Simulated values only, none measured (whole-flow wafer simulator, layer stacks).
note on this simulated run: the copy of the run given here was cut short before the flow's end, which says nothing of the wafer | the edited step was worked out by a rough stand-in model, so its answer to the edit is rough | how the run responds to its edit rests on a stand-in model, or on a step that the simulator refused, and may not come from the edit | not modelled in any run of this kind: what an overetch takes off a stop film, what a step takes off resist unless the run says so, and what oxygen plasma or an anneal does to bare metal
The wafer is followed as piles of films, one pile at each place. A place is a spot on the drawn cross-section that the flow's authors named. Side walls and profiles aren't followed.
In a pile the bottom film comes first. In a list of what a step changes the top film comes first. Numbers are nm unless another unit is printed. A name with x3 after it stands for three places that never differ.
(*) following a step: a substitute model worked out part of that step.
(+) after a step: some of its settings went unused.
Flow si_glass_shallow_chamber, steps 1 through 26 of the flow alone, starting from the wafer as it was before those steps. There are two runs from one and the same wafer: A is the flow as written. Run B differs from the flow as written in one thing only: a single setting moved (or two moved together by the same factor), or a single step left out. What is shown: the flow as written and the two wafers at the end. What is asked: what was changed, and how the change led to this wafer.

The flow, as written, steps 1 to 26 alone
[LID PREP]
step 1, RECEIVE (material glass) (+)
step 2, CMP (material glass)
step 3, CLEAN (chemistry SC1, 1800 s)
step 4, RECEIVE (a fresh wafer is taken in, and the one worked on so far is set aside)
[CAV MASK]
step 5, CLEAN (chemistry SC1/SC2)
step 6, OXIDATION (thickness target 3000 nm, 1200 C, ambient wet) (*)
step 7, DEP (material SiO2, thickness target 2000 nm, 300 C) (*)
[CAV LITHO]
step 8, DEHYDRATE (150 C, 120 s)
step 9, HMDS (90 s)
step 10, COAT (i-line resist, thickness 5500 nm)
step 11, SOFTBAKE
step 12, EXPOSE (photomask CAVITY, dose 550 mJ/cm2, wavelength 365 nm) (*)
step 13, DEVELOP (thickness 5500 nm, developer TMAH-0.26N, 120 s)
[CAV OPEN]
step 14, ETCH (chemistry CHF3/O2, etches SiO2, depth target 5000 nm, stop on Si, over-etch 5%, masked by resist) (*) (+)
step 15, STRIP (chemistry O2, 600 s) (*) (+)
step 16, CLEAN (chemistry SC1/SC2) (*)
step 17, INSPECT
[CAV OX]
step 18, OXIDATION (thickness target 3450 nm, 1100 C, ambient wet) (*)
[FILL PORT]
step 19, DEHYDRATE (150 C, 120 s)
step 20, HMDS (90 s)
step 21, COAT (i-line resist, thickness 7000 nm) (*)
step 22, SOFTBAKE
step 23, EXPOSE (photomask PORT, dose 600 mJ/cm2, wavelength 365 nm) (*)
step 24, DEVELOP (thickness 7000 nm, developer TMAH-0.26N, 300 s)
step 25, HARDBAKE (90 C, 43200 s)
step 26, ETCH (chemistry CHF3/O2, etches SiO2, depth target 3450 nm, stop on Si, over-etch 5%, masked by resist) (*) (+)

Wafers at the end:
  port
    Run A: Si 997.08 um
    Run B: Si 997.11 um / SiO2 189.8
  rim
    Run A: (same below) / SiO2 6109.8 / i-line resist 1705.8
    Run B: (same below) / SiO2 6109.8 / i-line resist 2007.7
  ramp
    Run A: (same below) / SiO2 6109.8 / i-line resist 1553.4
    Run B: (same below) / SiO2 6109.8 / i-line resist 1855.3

Cause: step 26, ETCH: depth target 3105 nm was run, while the flow as written has depth target 3450 nm.

How this came from the change, step by step:
  step 26, ETCH (chemistry CHF3/O2, etches SiO2, depth target 3450 nm, stop on Si, over-etch 5%, masked by resist) (*) (+)
      port: A SiO2 loses 3450 (all of it), Si loses 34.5 | B SiO2 loses 3260.2
      rim, ramp, cav, ring: A i-line resist loses 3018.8 | B i-line resist loses 2716.9
      (also at 1 further place)
